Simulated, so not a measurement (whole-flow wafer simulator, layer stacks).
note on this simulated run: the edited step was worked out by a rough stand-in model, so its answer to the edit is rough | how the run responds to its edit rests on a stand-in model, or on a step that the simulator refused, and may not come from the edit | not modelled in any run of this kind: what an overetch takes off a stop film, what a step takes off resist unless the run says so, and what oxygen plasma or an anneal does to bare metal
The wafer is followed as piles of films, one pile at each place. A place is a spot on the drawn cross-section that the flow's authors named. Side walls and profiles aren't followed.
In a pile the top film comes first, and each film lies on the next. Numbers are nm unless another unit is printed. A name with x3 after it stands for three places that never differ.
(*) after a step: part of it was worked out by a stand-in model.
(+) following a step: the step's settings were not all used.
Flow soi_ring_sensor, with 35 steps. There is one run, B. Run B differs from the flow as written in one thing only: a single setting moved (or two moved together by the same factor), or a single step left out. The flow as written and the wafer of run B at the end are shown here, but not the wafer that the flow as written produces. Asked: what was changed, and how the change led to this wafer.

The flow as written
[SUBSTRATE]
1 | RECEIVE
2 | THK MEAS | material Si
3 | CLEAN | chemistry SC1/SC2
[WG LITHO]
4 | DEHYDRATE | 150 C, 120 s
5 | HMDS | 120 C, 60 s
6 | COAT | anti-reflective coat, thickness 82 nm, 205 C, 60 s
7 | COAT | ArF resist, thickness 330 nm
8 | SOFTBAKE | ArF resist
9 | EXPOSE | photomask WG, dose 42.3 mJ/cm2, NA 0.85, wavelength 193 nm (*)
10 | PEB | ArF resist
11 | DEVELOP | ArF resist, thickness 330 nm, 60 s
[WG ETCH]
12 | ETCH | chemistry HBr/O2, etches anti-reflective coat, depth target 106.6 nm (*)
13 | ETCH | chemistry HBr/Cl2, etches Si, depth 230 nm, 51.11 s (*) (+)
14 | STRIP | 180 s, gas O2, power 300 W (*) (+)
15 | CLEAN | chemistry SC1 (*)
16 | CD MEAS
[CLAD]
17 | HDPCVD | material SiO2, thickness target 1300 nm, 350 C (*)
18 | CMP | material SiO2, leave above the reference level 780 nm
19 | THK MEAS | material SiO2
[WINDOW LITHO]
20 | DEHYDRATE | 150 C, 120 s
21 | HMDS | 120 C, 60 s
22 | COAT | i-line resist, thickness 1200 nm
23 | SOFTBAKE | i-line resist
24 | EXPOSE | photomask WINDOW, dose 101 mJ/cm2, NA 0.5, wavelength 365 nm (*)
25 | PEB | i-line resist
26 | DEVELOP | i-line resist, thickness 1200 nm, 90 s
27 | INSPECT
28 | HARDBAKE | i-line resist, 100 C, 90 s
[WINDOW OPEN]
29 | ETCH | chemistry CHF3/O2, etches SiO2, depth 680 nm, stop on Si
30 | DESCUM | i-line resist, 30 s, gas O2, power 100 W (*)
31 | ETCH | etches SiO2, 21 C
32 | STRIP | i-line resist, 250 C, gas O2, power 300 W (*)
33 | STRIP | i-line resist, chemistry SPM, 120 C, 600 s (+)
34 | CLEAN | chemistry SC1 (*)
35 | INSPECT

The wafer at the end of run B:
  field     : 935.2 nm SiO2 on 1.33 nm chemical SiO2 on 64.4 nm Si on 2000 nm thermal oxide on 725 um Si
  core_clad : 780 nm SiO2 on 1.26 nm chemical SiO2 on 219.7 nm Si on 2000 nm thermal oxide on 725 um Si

The reason: step 13, ETCH: depth 155 nm was run, whereas the flow has depth 230 nm; step 13, ETCH: 34.5 s was run, where the flow has 51.11 s.

The path from the change to this, step by step:
  13 | ETCH | chemistry HBr/Cl2, etches Si, depth 230 nm, 51.11 s (*) (+)
      gap, window, field, gap_clad: Si loses 155 (as written it would have been: Si loses 220 (all of it), thermal oxide loses 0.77)
      core, core_clad: ArF resist loses 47 (as written it would have been: ArF resist loses 69.7)
  14 | STRIP | 180 s, gas O2, power 300 W (*) (+)
      gap, window, field, gap_clad: chemical SiO2 gains 1.33 (new film), Si loses 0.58 (as written it would have been: nothing)
      core, core_clad: ArF resist loses 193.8 (all of it), anti-reflective coat loses 82 (all of it), chemical SiO2 gains 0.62, Si loses 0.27 (as written it would have been: ArF resist loses 171.2 (all of it), anti-reflective coat loses 82 (all of it), chemical SiO2 gains 0.63, Si loses 0.28)
  18 | CMP | material SiO2, leave above the reference level 780 nm
      gap, window, field, gap_clad: SiO2 loses 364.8 (as written it would have been: SiO2 loses 298.2)
